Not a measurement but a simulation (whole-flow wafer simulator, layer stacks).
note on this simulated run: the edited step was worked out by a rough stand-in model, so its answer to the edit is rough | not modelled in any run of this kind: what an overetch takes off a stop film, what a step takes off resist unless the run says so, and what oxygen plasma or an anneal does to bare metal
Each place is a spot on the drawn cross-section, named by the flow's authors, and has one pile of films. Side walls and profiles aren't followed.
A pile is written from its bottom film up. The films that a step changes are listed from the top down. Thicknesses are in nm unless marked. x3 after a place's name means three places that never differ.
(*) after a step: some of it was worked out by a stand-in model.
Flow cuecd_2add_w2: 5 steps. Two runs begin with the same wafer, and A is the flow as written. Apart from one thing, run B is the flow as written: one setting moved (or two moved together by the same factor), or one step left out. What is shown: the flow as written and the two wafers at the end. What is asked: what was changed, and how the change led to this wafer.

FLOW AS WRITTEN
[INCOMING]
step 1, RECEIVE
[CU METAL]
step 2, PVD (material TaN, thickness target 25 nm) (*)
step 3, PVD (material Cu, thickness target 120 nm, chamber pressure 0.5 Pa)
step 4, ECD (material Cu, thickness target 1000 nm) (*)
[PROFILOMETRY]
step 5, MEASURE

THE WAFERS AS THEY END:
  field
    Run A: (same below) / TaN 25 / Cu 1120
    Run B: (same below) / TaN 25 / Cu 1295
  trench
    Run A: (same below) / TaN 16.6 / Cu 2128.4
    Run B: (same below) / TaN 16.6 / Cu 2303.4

What caused this: step 4, ECD: thickness target 1175 nm was run, though the flow has thickness target 1000 nm.

The path from the change to this, step by step:
  step 4, ECD (material Cu, thickness target 1000 nm) (*)
      field: A +1000 Cu | B +1175 Cu
      trench: A +2047.6 Cu | B +2222.6 Cu
